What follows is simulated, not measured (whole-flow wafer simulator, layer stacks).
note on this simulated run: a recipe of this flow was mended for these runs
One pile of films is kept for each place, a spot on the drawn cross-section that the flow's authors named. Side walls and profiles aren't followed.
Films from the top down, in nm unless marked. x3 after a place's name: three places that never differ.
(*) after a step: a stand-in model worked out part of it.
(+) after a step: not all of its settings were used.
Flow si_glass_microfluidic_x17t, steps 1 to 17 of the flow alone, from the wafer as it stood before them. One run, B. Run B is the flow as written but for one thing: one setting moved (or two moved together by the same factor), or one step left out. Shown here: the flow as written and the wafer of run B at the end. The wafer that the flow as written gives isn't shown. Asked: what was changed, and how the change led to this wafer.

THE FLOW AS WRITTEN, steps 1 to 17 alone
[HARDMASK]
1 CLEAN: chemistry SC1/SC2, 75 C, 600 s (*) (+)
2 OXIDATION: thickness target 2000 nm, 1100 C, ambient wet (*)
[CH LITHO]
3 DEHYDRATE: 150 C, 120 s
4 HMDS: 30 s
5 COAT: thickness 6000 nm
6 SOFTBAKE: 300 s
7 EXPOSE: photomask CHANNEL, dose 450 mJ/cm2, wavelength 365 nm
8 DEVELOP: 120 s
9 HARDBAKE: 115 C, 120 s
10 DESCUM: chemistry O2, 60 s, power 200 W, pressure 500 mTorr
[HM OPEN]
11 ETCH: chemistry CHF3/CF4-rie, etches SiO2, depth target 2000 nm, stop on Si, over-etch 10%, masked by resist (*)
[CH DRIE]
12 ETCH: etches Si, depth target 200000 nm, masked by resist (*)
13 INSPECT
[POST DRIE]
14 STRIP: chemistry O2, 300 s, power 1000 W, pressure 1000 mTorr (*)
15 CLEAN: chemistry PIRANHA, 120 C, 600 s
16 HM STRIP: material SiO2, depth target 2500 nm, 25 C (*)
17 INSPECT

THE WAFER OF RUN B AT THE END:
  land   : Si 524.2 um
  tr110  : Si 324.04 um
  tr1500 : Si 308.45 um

The cause: step 2, OXIDATION: thickness target 1812 nm was run, where the flow has thickness target 2000 nm.

How the change led to this, step by step:
  2 OXIDATION: thickness target 2000 nm, 1100 C, ambient wet (*)
      land, tr110, tr1500, tr15: SiO2 +1812 (new film), chemical SiO2 -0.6 (all of it), Si -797 (as written it would be: SiO2 +2000 (new film), chemical SiO2 -0.6 (all of it), Si -879.7)
  11 ETCH: chemistry CHF3/CF4-rie, etches SiO2, depth target 2000 nm, stop on Si, over-etch 10%, masked by resist (*)
      tr110, tr1500, tr15: SiO2 -1812 (all of it), Si -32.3 (as written it would be: SiO2 -2000 (all of it), Si -16.7)
      land: thick-i-line-resist -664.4 (as written it would be: thick-i-line-resist -733.3)
  12 ETCH: etches Si, depth target 200000 nm, masked by resist (*)
      tr1500: Si -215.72 um (as written it would be: Si -215.73 um)
      tr15: Si -150.03 um (as written it would be: Si -149.99 um)
  14 STRIP: chemistry O2, 300 s, power 1000 W, pressure 1000 mTorr (*)
      land: thick-i-line-resist -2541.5 (all of it) (as written it would be: thick-i-line-resist -2472.3 (all of it))
  16 HM STRIP: material SiO2, depth target 2500 nm, 25 C (*)
      land: SiO2 -1812 (all of it) (as written it would be: SiO2 -2000 (all of it))
